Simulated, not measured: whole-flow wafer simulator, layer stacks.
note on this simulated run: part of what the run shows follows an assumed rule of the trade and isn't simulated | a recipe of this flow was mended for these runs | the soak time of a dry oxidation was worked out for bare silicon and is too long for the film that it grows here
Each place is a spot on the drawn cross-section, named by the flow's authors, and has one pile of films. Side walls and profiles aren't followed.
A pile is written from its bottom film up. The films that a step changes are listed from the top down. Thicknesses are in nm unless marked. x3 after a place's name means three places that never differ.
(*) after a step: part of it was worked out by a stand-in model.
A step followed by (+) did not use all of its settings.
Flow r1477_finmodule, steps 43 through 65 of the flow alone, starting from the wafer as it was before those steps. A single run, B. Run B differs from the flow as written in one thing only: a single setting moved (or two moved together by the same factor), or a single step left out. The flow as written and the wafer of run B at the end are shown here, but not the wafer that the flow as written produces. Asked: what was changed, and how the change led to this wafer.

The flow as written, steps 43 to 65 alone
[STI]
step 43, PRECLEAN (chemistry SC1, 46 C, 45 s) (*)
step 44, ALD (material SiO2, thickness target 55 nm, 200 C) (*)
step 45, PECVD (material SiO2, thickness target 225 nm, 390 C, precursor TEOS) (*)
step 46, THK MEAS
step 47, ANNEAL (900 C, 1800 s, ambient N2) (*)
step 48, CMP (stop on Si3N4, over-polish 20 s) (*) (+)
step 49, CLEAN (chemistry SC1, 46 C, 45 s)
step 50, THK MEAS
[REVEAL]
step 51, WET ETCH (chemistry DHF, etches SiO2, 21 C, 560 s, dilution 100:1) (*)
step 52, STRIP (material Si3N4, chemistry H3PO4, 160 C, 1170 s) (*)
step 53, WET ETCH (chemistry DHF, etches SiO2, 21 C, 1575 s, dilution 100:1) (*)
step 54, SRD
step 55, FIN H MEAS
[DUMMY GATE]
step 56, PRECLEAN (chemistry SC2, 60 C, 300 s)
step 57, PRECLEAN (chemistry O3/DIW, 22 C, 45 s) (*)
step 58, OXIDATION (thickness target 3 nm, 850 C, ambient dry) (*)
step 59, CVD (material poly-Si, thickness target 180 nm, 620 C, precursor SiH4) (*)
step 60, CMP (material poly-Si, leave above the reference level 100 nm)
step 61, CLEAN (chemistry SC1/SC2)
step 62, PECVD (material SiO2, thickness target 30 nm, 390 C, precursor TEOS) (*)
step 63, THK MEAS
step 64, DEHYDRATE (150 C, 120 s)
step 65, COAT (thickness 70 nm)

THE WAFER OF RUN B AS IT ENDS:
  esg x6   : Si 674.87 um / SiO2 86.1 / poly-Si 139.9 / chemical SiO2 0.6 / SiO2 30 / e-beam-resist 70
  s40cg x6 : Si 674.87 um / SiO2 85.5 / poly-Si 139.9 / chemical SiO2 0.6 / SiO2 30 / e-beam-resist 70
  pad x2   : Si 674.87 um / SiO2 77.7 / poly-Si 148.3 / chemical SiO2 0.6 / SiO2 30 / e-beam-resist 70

What caused this: step 51, WET ETCH: 437 s was run, while the flow as written has 560 s.

Step by step, how the change led to this:
  step 51, WET ETCH (chemistry DHF, etches SiO2, 21 C, 560 s, dilution 100:1) (*)
      elg x8: -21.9 SiO2 (in the flow as written it would be: -22.3 SiO2 (all of it), -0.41 Si3N4)
      esg x6, e200sg x2, s40cg x6, s40sg x6: -21.9 SiO2 (in the flow as written it would be: -28.1 SiO2)
      (and at 2 other places as well)
  step 52, STRIP (material Si3N4, chemistry H3PO4, 160 C, 1170 s) (*)
      elg x8: -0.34 SiO2 (all of it), -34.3 Si3N4 (all of it), -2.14 SiO2 (in the flow as written it would be: -33.9 Si3N4 (all of it), -2.15 SiO2)
  step 59, CVD (material poly-Si, thickness target 180 nm, 620 C, precursor SiH4) (*)
      esg x6, s40cg x6, s40sg x6: +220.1 poly-Si (new film) (in the flow as written it would be: +226.3 poly-Si (new film))
      e200sg x2: +213.1 poly-Si (new film) (in the flow as written it would be: +219.2 poly-Si (new film))
  step 60, CMP (material poly-Si, leave above the reference level 100 nm)
      pad x2: -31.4 poly-Si (in the flow as written it would be: -24.8 poly-Si)
